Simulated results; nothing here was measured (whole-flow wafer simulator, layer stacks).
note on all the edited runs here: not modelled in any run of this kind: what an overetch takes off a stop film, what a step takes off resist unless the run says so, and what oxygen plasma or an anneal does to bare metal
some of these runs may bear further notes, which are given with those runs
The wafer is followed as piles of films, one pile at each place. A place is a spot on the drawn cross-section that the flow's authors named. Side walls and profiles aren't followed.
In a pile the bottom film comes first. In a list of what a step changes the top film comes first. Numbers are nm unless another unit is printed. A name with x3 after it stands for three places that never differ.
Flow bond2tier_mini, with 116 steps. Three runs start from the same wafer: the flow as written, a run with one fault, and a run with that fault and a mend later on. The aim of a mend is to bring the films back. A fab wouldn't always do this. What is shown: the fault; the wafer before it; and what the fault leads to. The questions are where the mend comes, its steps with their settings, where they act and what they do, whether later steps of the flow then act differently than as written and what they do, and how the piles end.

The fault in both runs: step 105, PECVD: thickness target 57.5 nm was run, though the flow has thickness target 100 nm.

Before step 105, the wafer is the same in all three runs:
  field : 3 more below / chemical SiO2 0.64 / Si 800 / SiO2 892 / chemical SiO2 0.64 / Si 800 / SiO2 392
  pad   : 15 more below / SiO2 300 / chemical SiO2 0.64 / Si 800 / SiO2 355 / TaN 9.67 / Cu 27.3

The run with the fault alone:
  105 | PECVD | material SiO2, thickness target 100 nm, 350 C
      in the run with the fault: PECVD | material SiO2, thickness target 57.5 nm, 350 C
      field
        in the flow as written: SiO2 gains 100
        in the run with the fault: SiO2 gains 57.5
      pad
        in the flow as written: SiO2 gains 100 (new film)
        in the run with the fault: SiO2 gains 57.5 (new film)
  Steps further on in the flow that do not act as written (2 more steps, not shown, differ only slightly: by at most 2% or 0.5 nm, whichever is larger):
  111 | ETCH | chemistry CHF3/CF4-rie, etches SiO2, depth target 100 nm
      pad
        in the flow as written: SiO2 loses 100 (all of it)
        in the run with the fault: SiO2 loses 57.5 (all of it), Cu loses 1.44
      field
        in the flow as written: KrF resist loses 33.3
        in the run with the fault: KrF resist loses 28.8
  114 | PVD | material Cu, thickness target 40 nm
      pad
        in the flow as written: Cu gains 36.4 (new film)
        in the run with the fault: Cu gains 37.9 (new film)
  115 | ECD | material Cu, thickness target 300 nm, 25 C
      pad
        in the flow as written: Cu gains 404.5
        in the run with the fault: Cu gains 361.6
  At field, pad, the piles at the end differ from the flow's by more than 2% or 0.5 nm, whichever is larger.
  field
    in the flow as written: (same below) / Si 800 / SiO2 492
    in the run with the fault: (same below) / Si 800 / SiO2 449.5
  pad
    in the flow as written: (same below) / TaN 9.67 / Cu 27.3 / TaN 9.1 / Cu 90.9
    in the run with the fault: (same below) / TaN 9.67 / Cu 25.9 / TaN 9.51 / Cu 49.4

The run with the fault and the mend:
  After step 105 comes the mend.
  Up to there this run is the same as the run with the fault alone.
  105a | PECVD | material SiO2, thickness target 42.5 nm, 350 C (the flow's step 105, run once more with other settings)
      field, pad
        SiO2 gains 42.5
  None of the later steps of the flow acts differently than as written at any place that is followed.
  By the end, the piles equal the flow's at every place that both follow.
